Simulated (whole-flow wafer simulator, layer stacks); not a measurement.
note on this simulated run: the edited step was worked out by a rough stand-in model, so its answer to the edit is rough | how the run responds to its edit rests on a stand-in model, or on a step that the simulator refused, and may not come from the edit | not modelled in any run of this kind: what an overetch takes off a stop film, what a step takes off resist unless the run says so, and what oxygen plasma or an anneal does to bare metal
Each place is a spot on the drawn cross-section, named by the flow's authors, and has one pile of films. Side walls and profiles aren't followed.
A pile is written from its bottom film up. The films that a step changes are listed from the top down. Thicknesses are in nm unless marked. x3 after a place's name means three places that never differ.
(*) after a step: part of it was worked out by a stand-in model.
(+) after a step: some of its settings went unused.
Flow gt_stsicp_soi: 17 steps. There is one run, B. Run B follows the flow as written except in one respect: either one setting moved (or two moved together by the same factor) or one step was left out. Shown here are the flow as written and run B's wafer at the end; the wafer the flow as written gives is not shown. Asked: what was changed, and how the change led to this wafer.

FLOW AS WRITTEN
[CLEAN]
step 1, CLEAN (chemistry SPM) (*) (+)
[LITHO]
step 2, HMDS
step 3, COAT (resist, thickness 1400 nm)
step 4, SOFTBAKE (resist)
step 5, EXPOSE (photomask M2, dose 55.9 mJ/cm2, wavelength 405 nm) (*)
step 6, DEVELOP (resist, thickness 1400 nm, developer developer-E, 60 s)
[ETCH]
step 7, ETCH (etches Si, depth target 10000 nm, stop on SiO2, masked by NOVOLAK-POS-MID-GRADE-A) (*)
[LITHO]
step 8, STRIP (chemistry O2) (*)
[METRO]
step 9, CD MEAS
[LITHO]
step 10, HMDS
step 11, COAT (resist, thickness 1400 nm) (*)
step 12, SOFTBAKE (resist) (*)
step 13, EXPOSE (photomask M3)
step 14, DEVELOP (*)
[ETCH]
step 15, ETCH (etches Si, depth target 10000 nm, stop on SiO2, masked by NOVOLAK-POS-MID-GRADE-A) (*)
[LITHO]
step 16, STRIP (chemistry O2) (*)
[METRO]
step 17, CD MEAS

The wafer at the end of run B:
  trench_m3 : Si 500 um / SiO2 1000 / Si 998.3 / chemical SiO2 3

The reason: step 15, ETCH: depth target 9000 nm was run, while the flow as written has depth target 10000 nm.

The path from the change to this, step by step:
  step 15, ETCH (etches Si, depth target 10000 nm, stop on SiO2, masked by NOVOLAK-POS-MID-GRADE-A) (*)
      trench_m3: -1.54 chemical SiO2 (all of it), -9000 Si (as written it would have been: -1.54 chemical SiO2 (all of it), -9999.6 Si (all of it))
      field, trench_m2: -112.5 resist (as written it would have been: -125 resist)
  step 16, STRIP (chemistry O2) (*)
      trench_m3: +3 chemical SiO2 (new film), -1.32 Si (as written it would have been: nothing)
